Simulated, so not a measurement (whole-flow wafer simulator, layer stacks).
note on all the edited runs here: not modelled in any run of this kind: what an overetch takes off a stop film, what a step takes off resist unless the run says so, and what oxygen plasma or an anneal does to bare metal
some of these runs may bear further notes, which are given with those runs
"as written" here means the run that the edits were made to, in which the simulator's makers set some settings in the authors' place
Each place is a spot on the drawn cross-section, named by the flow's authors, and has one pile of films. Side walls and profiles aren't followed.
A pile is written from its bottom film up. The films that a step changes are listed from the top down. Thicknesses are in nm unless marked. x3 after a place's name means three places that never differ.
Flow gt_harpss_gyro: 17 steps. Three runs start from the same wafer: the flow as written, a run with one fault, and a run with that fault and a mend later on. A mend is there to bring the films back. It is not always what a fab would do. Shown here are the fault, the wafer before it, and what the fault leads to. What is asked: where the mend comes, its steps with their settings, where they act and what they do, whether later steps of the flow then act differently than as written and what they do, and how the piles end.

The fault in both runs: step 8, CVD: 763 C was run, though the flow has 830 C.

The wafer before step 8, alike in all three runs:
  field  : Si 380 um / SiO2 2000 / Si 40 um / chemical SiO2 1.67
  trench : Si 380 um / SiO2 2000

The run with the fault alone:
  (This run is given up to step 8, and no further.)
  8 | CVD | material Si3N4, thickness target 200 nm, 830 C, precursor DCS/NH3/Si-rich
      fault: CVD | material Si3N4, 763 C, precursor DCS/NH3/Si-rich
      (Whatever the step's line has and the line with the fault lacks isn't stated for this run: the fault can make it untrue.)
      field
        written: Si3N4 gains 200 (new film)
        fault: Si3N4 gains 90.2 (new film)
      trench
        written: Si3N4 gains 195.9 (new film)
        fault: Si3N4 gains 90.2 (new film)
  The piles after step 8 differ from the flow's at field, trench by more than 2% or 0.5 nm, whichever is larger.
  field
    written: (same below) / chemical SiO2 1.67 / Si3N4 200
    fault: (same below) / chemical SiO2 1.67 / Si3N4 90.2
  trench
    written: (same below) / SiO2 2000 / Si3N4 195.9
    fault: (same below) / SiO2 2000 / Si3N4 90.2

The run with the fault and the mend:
  After step 8 comes the mend.
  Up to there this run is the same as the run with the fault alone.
  8a | ETCH | chemistry h3po4, depth target 104.8 nm
      field, trench
        Si3N4 loses 90.2 (all of it)
  8b | CLEAN | chemistry SPM (the flow's step 1, run once more)
      alters no film at any place that is followed
  8c | CVD | material Si3N4, thickness target 200 nm, 830 C, precursor DCS/NH3/Si-rich (the flow's step 8, run once more)
      field
        Si3N4 gains 200 (new film)
      trench
        Si3N4 gains 195.9 (new film)
  None of the later steps of the flow acts differently than as written at any place that is followed.
  The piles end the same as the flow's at every place that both follow.
